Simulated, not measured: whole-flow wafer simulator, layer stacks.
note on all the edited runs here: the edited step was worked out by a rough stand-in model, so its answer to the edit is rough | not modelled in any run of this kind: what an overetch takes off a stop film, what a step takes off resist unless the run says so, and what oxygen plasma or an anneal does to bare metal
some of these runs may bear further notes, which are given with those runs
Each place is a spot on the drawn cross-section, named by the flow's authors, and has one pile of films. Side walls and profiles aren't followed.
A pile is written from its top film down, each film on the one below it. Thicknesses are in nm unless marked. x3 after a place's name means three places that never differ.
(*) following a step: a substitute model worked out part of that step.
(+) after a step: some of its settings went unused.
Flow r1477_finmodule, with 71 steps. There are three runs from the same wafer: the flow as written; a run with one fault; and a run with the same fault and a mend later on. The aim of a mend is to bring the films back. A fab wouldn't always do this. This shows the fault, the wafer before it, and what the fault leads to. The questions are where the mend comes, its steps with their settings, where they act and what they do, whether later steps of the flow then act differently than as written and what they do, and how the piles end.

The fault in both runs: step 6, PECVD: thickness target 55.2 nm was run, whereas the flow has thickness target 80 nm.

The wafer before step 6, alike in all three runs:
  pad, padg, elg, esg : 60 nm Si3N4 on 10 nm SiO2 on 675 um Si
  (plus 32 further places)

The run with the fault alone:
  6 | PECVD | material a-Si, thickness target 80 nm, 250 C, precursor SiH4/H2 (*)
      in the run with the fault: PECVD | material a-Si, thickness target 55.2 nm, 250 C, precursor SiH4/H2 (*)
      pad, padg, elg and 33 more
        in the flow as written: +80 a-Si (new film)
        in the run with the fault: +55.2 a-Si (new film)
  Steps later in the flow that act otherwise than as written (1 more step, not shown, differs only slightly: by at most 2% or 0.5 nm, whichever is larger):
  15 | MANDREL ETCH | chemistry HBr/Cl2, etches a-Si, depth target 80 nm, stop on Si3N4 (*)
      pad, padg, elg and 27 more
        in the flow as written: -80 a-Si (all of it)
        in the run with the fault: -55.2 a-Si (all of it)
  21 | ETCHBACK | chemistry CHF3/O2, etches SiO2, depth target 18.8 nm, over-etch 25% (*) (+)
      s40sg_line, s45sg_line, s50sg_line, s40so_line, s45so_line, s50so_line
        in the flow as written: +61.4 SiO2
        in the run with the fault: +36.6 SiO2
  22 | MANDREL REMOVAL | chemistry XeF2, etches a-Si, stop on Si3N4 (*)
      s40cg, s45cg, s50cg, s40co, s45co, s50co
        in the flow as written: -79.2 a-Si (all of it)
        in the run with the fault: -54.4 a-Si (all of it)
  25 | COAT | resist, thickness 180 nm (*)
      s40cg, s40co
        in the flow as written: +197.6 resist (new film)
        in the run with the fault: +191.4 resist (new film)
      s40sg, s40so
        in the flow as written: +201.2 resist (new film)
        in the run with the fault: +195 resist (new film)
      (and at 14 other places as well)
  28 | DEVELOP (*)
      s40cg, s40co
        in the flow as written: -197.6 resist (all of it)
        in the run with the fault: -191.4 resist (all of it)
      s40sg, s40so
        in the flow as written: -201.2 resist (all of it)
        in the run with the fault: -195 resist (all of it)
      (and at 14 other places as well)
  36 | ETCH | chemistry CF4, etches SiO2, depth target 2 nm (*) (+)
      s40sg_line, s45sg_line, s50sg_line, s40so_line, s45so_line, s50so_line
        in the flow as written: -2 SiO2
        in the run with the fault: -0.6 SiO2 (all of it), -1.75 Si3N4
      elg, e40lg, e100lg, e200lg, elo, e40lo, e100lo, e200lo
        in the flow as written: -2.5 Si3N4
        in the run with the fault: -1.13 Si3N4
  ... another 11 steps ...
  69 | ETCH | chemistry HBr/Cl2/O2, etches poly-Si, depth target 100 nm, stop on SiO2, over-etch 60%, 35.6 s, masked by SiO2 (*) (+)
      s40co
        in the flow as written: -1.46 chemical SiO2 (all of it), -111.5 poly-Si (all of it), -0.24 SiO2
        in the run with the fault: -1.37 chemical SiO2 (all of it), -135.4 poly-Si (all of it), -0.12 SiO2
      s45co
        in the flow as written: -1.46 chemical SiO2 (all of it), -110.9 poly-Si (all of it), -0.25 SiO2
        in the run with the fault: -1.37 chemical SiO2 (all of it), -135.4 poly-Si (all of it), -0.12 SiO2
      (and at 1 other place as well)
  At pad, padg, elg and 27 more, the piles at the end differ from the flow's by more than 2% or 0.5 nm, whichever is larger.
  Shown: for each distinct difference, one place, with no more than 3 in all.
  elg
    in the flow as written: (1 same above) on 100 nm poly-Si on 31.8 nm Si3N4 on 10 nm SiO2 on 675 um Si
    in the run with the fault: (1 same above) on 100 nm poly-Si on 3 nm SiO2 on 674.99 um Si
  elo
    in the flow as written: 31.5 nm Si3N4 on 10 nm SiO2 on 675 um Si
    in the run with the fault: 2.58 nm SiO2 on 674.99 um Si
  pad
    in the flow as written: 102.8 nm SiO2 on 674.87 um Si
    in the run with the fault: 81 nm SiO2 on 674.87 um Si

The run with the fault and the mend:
  The mend stands after step 7.
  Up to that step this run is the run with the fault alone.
  7a | PECVD | material a-Si, thickness target 24.8 nm, 250 C, precursor SiH4/H2 (*) (a further turn of the flow's step 6, with different settings)
      pad, padg, elg and 33 more
        +24.8 a-Si
  Every later step of the flow that is run acts as written at every place that is followed.
  The piles end the same as the flow's at every place that both follow.
